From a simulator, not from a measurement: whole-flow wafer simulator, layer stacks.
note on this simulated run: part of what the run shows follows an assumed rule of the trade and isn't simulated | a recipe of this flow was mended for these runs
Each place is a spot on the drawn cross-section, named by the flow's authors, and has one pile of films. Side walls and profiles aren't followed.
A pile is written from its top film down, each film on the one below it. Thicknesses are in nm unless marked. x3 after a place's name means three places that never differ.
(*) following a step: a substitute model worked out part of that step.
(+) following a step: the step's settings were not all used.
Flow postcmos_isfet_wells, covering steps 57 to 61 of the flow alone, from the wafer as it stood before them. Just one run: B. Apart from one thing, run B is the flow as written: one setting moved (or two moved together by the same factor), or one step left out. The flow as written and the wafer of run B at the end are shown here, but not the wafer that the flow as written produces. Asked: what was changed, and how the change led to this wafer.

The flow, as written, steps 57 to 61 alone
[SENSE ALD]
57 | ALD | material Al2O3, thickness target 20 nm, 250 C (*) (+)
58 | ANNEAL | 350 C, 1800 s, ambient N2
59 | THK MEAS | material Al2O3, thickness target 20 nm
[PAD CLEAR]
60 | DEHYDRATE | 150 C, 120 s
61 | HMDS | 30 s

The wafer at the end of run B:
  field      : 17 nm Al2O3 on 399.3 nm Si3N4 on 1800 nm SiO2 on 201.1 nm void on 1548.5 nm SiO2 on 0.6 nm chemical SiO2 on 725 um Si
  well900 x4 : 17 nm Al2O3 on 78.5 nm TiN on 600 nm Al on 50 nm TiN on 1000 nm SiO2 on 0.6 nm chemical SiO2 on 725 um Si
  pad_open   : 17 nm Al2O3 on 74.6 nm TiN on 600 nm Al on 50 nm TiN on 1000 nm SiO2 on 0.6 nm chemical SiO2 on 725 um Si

What caused this: step 57, ALD: thickness target 17 nm was run, though the flow has thickness target 20 nm.
The wafer lets one read it off: field has Al2O3 17, and step 57 as written asks for 20 nm.

The path from the change to this, step by step:
  57 | ALD | material Al2O3, thickness target 20 nm, 250 C (*) (+)
      field, margin x3, well900 x4, pad_open: +17 Al2O3 (new film) (in the flow as written it would be: +20 Al2O3 (new film))
